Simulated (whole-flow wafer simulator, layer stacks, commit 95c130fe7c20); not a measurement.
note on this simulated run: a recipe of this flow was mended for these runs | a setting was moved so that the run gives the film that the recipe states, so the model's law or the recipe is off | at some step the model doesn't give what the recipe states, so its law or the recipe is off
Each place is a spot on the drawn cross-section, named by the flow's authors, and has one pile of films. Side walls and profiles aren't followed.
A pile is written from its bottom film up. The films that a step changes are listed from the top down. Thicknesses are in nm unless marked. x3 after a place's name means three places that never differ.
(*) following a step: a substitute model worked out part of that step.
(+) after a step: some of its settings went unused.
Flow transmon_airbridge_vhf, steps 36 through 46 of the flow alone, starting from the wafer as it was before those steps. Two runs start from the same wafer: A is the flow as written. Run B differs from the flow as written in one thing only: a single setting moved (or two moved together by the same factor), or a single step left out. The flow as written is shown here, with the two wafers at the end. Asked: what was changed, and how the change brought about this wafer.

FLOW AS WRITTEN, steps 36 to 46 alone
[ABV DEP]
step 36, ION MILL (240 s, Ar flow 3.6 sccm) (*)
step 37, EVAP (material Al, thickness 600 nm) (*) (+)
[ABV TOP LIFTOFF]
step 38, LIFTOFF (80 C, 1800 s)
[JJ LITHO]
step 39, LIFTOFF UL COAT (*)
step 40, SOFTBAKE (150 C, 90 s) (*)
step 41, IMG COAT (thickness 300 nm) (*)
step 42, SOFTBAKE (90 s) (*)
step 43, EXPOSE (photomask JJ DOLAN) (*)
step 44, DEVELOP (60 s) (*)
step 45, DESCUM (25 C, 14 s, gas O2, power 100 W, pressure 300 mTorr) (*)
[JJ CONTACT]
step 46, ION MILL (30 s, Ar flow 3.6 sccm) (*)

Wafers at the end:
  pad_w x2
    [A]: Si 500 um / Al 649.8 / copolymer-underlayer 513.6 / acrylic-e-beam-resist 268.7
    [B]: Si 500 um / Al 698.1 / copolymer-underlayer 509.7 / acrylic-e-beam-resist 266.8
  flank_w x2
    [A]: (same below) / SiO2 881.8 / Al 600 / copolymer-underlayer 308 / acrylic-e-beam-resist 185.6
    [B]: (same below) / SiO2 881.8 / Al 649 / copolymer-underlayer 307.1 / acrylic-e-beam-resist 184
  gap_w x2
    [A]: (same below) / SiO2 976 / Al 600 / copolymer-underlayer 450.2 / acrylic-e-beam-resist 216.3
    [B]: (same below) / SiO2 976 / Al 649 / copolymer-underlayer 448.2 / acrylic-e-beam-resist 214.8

The reason: step 37, EVAP: thickness 649 nm was run, while the flow as written has thickness 600 nm.
One can read it off the wafer: flank_w x2 has Al 649, and step 37 as written asks for 600 nm.

How this came from the change, step by step:
  step 37, EVAP (material Al, thickness 600 nm) (*) (+)
      field x3, jj_line, ground_far and 10 more: A Al gains 600 (new film) | B Al gains 649 (new film)
      pad_w x2: A Al gains 591.1 | B Al gains 639.4
  step 38, LIFTOFF (80 C, 1800 s)
      field x3, jj_line, trace_open_s x2: A Al loses 600 (all of it), i-line-resist loses 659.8 (all of it), lift-off-underlayer loses 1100 (all of it), acrylic-e-beam-resist loses 240 (all of it) | B Al loses 649 (all of it), i-line-resist loses 659.8 (all of it), lift-off-underlayer loses 1100 (all of it), acrylic-e-beam-resist loses 240 (all of it)
      margin_s, margin_n: A Al loses 600 (all of it), i-line-resist loses 378.2 (all of it), lift-off-underlayer loses 823.4 (all of it), acrylic-e-beam-resist loses 168.6 (all of it) | B Al loses 649 (all of it), i-line-resist loses 378.2 (all of it), lift-off-underlayer loses 823.4 (all of it), acrylic-e-beam-resist loses 168.6 (all of it)
      (and at 1 other place as well)
